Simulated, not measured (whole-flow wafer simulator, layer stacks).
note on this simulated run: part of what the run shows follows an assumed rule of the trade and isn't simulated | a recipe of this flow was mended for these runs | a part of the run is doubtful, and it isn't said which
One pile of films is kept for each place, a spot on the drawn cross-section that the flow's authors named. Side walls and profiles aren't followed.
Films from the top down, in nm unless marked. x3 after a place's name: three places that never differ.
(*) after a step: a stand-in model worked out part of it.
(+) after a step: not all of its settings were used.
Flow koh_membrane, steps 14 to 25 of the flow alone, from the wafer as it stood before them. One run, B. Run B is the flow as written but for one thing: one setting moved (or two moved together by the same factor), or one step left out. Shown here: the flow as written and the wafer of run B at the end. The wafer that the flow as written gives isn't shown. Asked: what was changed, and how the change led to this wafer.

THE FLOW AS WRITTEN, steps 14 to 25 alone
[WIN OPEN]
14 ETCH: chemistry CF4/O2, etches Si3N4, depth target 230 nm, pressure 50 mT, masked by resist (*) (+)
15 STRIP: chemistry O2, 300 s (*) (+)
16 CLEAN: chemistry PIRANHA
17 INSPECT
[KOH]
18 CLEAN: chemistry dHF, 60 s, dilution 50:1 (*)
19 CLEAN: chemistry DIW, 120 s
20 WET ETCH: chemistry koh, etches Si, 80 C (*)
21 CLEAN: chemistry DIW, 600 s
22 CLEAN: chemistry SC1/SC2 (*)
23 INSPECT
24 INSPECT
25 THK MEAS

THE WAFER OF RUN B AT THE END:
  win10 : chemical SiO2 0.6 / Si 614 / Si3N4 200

The cause: step 14, ETCH: depth target 247.2 nm was run, where the flow has depth target 230 nm.

How the change led to this, step by step:
  14 ETCH: chemistry CF4/O2, etches Si3N4, depth target 230 nm, pressure 50 mT, masked by resist (*) (+)
      win20 x4, win10: Si3N4 -200 (all of it), chemical SiO2 -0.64 (all of it), Si -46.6 (as written it would be: Si3N4 -200 (all of it), chemical SiO2 -0.64 (all of it), Si -29.4)
      field: i-line-resist -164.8 (as written it would be: i-line-resist -153.3)
